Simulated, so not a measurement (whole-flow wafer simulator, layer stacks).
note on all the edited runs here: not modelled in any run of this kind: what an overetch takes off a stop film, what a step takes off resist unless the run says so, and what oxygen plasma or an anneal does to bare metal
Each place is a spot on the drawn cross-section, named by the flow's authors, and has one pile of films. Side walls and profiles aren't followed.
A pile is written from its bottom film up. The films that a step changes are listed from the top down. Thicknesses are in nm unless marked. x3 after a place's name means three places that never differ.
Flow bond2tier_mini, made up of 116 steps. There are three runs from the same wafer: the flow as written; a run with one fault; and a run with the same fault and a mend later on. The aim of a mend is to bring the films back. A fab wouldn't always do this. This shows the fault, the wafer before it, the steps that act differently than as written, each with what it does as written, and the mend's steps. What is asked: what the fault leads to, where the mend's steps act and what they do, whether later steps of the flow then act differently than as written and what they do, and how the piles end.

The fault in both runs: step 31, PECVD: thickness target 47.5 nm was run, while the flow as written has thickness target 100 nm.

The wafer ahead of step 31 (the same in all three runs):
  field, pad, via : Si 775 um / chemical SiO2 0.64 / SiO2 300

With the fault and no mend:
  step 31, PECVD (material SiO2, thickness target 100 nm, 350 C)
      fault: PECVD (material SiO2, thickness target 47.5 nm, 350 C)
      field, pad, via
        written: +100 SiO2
        fault: +47.5 SiO2
  Later steps of the flow that are run all act as written at every place that is followed.
  At field, pad, the piles at the end differ from the flow's by more than 2% or 0.5 nm, whichever is larger.
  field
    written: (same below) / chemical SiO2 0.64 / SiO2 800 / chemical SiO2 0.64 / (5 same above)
    fault: (same below) / chemical SiO2 0.64 / SiO2 747.5 / chemical SiO2 0.64 / (5 same above)
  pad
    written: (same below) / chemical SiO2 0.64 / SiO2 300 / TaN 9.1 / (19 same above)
    fault: (same below) / chemical SiO2 0.64 / SiO2 247.5 / TaN 9.1 / (19 same above)

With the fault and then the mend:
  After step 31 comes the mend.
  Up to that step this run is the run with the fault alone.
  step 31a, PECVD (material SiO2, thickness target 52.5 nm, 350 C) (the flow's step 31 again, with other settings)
      field, pad, via
        +52.5 SiO2
  Later steps of the flow that are run all act as written at every place that is followed.
  The piles end the same as the flow's at every place that both follow.
